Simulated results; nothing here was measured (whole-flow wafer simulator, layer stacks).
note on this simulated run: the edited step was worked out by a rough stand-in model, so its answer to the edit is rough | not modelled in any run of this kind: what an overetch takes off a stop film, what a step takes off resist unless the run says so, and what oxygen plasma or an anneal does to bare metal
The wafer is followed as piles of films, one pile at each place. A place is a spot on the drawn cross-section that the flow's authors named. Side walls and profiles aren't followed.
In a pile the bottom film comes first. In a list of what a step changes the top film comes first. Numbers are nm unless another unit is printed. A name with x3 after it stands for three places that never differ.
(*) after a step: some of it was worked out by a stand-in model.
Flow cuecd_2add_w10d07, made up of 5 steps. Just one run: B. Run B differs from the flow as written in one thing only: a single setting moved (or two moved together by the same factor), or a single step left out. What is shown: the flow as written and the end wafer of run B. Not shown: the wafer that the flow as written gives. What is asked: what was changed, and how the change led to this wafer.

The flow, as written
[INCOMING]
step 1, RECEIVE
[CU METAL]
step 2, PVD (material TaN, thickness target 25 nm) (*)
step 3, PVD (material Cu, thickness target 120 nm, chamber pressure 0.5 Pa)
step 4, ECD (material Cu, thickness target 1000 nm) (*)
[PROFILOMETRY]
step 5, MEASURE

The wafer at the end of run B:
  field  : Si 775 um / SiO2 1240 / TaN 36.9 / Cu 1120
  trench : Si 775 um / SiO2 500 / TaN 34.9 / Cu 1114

The reason: step 2, PVD: thickness target 36.9 nm was run, while the flow as written has thickness target 25 nm.
The wafer itself shows it: field has TaN 36.9, and step 2 as written asks for 25 nm.

How this came from the change, step by step:
  step 2, PVD (material TaN, thickness target 25 nm) (*)
      field: TaN gains 36.9 (new film) (it would be, as written: TaN gains 25 (new film))
      trench: TaN gains 34.9 (new film) (it would be, as written: TaN gains 23.7 (new film))
